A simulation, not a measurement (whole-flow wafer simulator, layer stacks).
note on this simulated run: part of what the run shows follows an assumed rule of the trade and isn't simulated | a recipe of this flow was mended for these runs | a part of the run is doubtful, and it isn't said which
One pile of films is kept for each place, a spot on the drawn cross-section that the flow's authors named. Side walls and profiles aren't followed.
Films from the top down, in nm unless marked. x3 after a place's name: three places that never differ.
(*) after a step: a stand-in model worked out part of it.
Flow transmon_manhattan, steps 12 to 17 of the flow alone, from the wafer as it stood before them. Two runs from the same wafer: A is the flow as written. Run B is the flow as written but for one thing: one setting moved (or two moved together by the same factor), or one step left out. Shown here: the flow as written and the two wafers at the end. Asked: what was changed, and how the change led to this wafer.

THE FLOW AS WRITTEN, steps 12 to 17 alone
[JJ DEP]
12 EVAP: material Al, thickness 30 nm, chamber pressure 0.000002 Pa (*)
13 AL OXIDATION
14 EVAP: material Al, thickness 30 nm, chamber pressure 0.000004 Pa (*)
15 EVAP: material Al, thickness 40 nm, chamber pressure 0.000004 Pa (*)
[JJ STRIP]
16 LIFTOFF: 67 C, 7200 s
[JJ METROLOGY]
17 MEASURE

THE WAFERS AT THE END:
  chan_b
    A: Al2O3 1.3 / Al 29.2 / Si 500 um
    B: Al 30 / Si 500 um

The cause: step 13, AL OXIDATION, was left out.

How the change led to this, step by step:
  14 EVAP: material Al, thickness 30 nm, chamber pressure 0.000004 Pa (*)
      field: A Al +30 (new film) | B Al +30
  16 LIFTOFF: 67 C, 7200 s
      field: A Al -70 (all of it), Al2O3 -1.3 (all of it), Al -29.2 (all of it), e-beam-resist -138 (all of it), copolymer-underlayer -500 (all of it) | B Al -100 (all of it), e-beam-resist -138 (all of it), copolymer-underlayer -500 (all of it)
